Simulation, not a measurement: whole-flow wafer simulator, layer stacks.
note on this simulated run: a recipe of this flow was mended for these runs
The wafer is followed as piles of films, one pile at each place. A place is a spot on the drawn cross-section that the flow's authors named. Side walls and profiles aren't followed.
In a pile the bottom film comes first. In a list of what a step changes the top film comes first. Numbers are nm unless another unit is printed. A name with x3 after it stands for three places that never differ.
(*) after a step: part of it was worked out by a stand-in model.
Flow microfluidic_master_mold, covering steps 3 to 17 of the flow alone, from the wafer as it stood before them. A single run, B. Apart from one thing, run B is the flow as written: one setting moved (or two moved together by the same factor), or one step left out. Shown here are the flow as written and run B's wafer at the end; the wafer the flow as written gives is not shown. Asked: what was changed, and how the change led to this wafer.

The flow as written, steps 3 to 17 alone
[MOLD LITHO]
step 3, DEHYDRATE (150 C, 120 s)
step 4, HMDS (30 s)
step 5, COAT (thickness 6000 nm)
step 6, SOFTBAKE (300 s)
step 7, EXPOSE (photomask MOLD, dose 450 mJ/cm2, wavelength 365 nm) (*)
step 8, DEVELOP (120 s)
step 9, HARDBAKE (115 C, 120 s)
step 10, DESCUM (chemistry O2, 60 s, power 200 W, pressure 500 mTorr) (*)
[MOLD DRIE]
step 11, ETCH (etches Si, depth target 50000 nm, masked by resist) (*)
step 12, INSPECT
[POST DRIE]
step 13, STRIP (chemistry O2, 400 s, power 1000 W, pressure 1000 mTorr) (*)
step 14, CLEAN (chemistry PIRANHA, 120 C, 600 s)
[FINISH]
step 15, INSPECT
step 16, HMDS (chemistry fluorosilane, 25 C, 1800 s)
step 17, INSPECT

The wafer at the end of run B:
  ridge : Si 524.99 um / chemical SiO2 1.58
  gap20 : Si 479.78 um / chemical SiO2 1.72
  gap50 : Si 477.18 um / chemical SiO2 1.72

The reason: step 5, COAT: thickness 3300 nm was run, whereas the flow has thickness 6000 nm.

The path from the change to this, step by step:
  step 5, COAT (thickness 6000 nm)
      ridge, gap20, gap50, gap200 x2: +3300 thick-i-line-resist (new film) (it would be, as written: +6000 thick-i-line-resist (new film))
  step 8, DEVELOP (120 s)
      gap20, gap50, gap200 x2: -3300 thick-i-line-resist (all of it) (it would be, as written: -6000 thick-i-line-resist (all of it))
  step 9, HARDBAKE (115 C, 120 s)
      ridge: -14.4 thick-i-line-resist (it would be, as written: -33.5 thick-i-line-resist)
  step 11, ETCH (etches Si, depth target 50000 nm, masked by resist) (*)
      gap20: -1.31 chemical SiO2 (all of it), -45.22 um Si (it would be, as written: -1.31 chemical SiO2 (all of it), -44.81 um Si)
      gap50: -1.31 chemical SiO2 (all of it), -47.81 um Si (it would be, as written: -1.31 chemical SiO2 (all of it), -47.62 um Si)
  step 13, STRIP (chemistry O2, 400 s, power 1000 W, pressure 1000 mTorr) (*)
      ridge: -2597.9 thick-i-line-resist (all of it), +0.98 chemical SiO2, -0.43 Si (it would be, as written: -5278.7 thick-i-line-resist (all of it), +0.78 chemical SiO2, -0.34 Si)
